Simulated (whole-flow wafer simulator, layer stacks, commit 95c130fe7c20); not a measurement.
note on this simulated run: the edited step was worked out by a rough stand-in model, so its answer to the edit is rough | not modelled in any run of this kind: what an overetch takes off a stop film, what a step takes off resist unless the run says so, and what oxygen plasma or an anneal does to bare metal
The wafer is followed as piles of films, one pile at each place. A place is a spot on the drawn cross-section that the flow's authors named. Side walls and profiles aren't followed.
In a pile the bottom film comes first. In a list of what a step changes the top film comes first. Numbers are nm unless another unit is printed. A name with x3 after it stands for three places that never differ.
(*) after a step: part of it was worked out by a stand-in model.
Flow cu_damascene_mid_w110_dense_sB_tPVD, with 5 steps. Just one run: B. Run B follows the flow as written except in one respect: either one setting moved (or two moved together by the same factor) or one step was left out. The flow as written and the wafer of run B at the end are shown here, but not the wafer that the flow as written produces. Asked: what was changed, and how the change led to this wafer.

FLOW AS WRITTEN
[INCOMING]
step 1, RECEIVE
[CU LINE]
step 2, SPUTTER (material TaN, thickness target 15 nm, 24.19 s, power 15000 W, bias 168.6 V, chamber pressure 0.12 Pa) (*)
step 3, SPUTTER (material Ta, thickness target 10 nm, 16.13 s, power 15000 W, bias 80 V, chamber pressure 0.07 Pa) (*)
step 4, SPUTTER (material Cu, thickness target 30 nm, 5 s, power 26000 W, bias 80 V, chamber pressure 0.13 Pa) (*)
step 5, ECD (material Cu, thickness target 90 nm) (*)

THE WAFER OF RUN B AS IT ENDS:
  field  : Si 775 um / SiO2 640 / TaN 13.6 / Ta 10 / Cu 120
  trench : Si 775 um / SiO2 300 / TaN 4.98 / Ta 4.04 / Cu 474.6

The reason: step 2, SPUTTER: bias 228 V was run, while the flow as written has bias 168.6 V.

Step by step, how the change led to this:
  step 2, SPUTTER (material TaN, thickness target 15 nm, 24.19 s, power 15000 W, bias 168.6 V, chamber pressure 0.12 Pa) (*)
      field: TaN gains 13.6 (new film) (in the flow as written it would be: TaN gains 15 (new film))
      trench: TaN gains 4.98 (new film) (in the flow as written it would be: TaN gains 6.23 (new film))
